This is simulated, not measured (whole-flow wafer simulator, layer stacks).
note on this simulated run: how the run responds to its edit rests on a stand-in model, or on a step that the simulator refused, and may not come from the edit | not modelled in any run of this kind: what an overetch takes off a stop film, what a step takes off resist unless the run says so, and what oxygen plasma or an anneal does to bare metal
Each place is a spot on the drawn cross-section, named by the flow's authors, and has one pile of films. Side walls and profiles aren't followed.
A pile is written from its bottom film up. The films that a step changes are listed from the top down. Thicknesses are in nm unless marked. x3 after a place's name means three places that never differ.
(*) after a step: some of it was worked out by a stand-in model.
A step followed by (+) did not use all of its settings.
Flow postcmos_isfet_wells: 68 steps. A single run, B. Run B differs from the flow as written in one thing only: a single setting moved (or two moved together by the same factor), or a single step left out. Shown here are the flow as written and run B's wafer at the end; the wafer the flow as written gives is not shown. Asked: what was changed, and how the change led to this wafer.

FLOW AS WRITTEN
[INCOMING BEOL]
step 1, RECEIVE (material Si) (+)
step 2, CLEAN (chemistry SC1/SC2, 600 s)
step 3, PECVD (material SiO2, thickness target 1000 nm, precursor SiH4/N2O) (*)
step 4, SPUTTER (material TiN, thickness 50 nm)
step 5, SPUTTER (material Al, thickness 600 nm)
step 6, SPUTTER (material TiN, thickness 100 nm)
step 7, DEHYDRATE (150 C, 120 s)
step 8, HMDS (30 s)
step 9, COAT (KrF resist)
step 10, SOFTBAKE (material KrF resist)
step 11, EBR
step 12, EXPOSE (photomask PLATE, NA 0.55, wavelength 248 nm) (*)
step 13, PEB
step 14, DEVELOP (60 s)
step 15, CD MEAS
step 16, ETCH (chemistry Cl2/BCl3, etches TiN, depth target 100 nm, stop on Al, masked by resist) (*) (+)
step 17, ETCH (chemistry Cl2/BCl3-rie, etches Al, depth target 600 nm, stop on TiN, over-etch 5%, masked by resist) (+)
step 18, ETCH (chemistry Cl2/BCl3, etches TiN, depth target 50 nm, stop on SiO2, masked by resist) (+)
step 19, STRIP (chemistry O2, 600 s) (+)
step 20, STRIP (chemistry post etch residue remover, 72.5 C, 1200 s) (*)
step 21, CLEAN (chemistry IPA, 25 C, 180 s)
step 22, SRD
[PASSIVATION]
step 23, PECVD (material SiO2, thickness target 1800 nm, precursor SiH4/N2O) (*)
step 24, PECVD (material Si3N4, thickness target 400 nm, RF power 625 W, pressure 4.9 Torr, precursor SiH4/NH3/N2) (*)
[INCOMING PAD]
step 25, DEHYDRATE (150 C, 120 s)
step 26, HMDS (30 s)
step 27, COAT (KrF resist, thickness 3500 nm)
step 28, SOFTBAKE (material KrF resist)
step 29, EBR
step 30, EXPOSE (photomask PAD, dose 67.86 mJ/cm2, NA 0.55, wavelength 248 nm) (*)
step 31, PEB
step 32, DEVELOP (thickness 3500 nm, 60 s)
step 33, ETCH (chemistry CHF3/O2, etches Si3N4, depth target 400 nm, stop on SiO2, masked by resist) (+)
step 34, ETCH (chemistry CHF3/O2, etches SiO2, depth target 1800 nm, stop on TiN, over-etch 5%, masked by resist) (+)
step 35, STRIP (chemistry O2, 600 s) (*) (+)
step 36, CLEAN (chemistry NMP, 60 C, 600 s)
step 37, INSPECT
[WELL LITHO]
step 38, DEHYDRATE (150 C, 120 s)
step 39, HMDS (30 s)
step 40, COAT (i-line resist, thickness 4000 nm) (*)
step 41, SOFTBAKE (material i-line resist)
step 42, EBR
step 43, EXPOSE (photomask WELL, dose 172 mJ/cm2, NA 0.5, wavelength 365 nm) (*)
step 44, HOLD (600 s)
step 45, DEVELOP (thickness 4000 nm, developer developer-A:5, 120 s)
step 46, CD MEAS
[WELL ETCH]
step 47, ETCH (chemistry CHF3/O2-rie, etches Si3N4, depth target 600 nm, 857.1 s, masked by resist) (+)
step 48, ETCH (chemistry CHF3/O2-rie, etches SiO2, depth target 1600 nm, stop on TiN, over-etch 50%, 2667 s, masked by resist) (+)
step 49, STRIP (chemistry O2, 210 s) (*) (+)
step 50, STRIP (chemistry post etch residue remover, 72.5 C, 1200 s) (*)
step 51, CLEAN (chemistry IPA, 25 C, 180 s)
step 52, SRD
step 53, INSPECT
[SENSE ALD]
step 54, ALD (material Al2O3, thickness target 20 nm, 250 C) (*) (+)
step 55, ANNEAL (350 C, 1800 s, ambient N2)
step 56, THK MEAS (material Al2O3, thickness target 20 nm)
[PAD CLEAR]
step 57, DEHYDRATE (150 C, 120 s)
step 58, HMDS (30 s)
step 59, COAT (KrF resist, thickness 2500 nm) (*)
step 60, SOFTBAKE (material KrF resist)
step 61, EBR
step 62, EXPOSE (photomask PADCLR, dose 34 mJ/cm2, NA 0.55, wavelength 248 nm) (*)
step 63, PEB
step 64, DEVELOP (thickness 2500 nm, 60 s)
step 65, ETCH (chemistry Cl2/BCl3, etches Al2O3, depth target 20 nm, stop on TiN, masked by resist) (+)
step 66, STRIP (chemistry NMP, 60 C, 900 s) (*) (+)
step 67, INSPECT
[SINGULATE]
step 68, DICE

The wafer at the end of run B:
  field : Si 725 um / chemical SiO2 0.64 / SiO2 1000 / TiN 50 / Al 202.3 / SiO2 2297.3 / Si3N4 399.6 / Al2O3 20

What caused this: step 17, ETCH: depth target 342 nm was run, whereas the flow has depth target 600 nm.

How this came from the change, step by step:
  step 17, ETCH (chemistry Cl2/BCl3-rie, etches Al, depth target 600 nm, stop on TiN, over-etch 5%, masked by resist) (+)
      field: Al loses 342 (as written it would have been: Al loses 600 (all of it))
      margin, well900, well1300 x3, pad_rim, pad_clr, pad_open: KrF resist loses 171 (as written it would have been: KrF resist loses 300)
  step 18, ETCH (chemistry Cl2/BCl3, etches TiN, depth target 50 nm, stop on SiO2, masked by resist) (+)
      field: Al loses 50 (as written it would have been: TiN loses 50 (all of it))
  step 19, STRIP (chemistry O2, 600 s) (+)
      margin, well900, well1300 x3, pad_rim, pad_clr, pad_open: KrF resist loses 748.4 (all of it) (as written it would have been: KrF resist loses 619.4 (all of it))
  step 20, STRIP (chemistry post etch residue remover, 72.5 C, 1200 s) (*)
      field: Al loses 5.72 (as written it would have been: nothing)
  step 23, PECVD (material SiO2, thickness target 1800 nm, precursor SiH4/N2O) (*)
      field: SiO2 gains 2297.3 (new film) (as written it would have been: SiO2 gains 1800 (new film), void gains 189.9 (new film), SiO2 gains 559.7)
With metal films that touch counted as one body, field has 1 body; the flow as written gives 0 bodies.
